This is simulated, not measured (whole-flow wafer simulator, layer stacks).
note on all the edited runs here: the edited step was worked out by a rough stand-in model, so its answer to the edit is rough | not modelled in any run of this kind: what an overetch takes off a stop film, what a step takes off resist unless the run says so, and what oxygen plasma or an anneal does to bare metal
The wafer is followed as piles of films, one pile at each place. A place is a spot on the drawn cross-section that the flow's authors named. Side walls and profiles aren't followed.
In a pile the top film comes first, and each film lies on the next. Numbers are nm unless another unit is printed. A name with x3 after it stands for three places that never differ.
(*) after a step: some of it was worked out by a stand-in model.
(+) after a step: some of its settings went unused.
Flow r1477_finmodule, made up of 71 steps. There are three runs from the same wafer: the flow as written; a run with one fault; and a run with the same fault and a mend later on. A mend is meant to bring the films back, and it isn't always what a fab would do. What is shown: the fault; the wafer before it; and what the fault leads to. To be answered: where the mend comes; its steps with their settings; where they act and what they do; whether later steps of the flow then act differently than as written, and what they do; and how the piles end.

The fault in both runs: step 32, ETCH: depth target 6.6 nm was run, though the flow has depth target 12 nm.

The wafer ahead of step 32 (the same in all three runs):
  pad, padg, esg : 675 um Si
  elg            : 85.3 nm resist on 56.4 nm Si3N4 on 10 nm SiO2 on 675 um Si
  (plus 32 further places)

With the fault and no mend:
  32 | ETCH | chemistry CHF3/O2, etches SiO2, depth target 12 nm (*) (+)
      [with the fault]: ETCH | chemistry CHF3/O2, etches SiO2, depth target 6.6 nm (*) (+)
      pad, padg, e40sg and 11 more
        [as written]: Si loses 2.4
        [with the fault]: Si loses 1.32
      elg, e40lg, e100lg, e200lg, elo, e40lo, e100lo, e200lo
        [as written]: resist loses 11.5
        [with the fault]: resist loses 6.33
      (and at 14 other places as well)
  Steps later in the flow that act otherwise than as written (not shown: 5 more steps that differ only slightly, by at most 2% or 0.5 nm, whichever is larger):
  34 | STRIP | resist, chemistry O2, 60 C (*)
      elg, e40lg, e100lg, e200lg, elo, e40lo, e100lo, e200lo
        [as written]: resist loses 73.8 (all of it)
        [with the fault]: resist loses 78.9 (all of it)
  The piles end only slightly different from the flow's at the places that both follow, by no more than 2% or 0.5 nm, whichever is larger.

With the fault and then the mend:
  The mend stands after step 32.
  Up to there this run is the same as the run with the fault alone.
  32a | ETCH | chemistry CHF3/O2, etches SiO2, depth target 5.4 nm (*) (a further turn of the flow's step 32, with different settings)
      pad, padg, e40sg and 11 more
        Si loses 1.08
      elg, e40lg, e100lg, e200lg, elo, e40lo, e100lo, e200lo
        resist loses 5.17
      s40sg_line, s45sg_line, s50sg_line, s40so_line, s45so_line, s50so_line
        SiO2 loses 5.4
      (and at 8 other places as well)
  None of the later steps of the flow differs from how it acts as written, at any place that is followed, by more than 2% or 0.5 nm, whichever is larger.
  The piles end only slightly different from the flow's at the places that both follow, by no more than 2% or 0.5 nm, whichever is larger.
